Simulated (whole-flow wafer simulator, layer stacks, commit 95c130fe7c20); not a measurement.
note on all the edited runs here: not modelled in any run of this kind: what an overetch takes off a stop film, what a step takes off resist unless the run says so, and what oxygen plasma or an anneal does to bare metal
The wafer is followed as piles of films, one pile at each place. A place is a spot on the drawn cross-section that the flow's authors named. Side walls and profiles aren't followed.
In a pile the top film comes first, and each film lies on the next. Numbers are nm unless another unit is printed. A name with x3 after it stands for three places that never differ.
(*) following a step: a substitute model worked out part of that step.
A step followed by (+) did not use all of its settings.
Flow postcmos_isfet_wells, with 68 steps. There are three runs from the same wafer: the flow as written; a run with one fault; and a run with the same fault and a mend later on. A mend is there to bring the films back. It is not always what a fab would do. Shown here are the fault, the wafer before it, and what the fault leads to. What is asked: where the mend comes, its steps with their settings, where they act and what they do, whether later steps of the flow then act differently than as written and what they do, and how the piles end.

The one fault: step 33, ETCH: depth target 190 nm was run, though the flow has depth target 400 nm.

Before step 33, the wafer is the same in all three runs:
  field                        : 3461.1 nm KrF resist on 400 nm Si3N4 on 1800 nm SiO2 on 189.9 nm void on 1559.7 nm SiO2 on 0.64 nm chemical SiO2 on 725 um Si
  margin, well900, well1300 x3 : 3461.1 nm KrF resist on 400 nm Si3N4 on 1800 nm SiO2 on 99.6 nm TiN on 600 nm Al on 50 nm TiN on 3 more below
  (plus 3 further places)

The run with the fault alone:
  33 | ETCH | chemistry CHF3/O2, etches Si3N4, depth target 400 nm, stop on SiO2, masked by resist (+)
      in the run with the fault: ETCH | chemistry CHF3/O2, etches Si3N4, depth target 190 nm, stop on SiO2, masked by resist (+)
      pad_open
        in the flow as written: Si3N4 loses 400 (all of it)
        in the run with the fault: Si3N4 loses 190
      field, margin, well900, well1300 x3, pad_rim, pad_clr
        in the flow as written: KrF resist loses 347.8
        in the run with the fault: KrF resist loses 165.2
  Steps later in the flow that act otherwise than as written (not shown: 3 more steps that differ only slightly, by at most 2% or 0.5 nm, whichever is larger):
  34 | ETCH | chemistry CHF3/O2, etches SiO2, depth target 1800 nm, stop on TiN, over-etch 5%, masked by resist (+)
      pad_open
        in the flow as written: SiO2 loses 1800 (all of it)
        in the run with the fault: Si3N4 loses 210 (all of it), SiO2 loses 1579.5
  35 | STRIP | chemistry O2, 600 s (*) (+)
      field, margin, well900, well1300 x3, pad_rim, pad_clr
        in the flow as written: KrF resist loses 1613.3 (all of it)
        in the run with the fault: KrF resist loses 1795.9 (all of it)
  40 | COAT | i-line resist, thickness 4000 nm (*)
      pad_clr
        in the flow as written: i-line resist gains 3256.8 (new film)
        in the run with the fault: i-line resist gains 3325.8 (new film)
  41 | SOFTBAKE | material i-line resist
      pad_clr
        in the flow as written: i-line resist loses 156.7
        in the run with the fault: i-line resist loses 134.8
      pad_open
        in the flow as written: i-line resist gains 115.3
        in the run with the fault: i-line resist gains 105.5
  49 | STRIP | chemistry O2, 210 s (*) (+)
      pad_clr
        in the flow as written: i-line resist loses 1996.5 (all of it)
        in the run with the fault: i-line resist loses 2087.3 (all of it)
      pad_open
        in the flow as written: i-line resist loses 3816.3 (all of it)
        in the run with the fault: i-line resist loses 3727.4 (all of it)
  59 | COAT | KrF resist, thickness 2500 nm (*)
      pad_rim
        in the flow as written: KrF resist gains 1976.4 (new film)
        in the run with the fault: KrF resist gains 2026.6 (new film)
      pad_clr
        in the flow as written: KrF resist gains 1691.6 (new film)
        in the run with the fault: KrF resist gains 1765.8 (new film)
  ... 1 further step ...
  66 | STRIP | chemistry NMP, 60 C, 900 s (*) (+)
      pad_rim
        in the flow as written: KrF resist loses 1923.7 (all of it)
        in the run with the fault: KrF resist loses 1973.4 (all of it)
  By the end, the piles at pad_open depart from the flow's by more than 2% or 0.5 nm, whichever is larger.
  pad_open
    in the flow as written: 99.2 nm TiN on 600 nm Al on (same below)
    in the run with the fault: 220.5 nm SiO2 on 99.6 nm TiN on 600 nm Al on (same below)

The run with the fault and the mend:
  The mend stands after step 33.
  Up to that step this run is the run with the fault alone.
  33a | ETCH | chemistry CHF3/O2, etches Si3N4, depth target 210 nm, stop on SiO2, masked by resist (the flow's step 33 again, with other settings)
      field, margin, well900, well1300 x3, pad_rim, pad_clr
        KrF resist loses 182.6
      pad_open
        Si3N4 loses 210 (all of it)
  Every later step of the flow that is run acts as written at every place that is followed.
  The piles end the same as the flow's at every place that both follow.
